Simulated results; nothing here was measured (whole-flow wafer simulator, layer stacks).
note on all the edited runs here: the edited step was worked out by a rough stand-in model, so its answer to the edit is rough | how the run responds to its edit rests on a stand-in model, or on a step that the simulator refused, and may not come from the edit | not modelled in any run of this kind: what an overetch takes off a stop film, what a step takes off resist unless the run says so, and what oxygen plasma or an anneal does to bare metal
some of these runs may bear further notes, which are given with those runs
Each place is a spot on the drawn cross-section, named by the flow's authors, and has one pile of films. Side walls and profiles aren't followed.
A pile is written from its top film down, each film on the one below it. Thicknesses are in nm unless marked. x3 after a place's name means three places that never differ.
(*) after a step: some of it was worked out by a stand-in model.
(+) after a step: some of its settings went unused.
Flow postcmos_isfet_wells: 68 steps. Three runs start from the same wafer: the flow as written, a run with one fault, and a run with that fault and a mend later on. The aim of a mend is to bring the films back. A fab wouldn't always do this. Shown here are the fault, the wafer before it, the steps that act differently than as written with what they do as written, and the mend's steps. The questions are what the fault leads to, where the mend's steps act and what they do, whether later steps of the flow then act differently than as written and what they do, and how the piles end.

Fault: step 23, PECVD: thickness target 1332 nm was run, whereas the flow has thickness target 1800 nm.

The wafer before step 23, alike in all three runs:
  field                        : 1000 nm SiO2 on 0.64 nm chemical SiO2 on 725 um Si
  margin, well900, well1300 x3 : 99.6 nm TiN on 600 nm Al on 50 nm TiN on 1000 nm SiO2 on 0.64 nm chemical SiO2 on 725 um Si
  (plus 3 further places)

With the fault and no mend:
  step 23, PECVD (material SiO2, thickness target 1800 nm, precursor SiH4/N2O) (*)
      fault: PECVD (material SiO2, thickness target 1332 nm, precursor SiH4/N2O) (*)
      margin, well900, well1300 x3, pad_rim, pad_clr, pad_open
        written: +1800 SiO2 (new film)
        fault: +1332 SiO2 (new film)
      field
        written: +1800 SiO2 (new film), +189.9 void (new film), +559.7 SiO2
        fault: +1332 SiO2 (new film), +190 void (new film), +559.5 SiO2
  Steps later in the flow that act otherwise than as written:
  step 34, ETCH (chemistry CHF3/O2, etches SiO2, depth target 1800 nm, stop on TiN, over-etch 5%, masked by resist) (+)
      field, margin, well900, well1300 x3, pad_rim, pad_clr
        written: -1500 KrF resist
        fault: -1165.5 KrF resist
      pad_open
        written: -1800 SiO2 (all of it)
        fault: -1332 SiO2 (all of it)
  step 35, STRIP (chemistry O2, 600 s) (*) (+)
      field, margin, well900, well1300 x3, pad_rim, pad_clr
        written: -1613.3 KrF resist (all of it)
        fault: -1947.8 KrF resist (all of it)
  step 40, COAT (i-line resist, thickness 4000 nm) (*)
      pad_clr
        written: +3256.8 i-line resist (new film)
        fault: +3404.8 i-line resist (new film)
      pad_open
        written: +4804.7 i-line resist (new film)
        fault: +4636.1 i-line resist (new film)
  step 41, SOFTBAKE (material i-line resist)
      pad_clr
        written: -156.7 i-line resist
        fault: -111.7 i-line resist
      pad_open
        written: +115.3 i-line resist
        fault: +93.8 i-line resist
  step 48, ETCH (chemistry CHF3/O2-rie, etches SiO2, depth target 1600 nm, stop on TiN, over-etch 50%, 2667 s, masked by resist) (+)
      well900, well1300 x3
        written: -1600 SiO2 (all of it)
        fault: -1132 SiO2 (all of it)
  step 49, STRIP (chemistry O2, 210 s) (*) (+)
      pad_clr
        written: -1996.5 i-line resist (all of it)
        fault: -2189.4 i-line resist (all of it)
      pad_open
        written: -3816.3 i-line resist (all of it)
        fault: -3626.2 i-line resist (all of it)
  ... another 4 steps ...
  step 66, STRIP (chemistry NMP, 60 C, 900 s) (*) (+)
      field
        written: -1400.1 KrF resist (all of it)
        fault: -1622.1 KrF resist (all of it)
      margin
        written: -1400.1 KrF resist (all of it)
        fault: -1622 KrF resist (all of it)
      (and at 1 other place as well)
  By the end, the piles at field, margin, pad_rim, pad_clr depart from the flow's by more than 2% or 0.5 nm, whichever is larger.
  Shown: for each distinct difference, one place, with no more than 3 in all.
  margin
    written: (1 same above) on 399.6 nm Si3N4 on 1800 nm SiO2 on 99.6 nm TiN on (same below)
    fault: (1 same above) on 399.6 nm Si3N4 on 1332 nm SiO2 on 99.6 nm TiN on (same below)
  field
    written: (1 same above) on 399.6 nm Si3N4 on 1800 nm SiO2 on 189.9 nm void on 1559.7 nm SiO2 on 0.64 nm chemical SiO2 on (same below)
    fault: (1 same above) on 399.6 nm Si3N4 on 1332 nm SiO2 on 190 nm void on 1559.5 nm SiO2 on 0.64 nm chemical SiO2 on (same below)
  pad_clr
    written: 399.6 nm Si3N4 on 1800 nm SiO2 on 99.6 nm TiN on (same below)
    fault: 399.6 nm Si3N4 on 1332 nm SiO2 on 99.6 nm TiN on (same below)

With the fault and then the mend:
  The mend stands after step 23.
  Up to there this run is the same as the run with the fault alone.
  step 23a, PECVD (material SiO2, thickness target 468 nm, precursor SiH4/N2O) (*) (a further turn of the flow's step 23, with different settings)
      field, margin, well900, well1300 x3, pad_rim, pad_clr, pad_open
        +468 SiO2
  Every later step of the flow that is run acts as written at every place that is followed.
  At the end the piles are close to the flow's at the places that both follow, differing by at most 2% or 0.5 nm, whichever is larger.
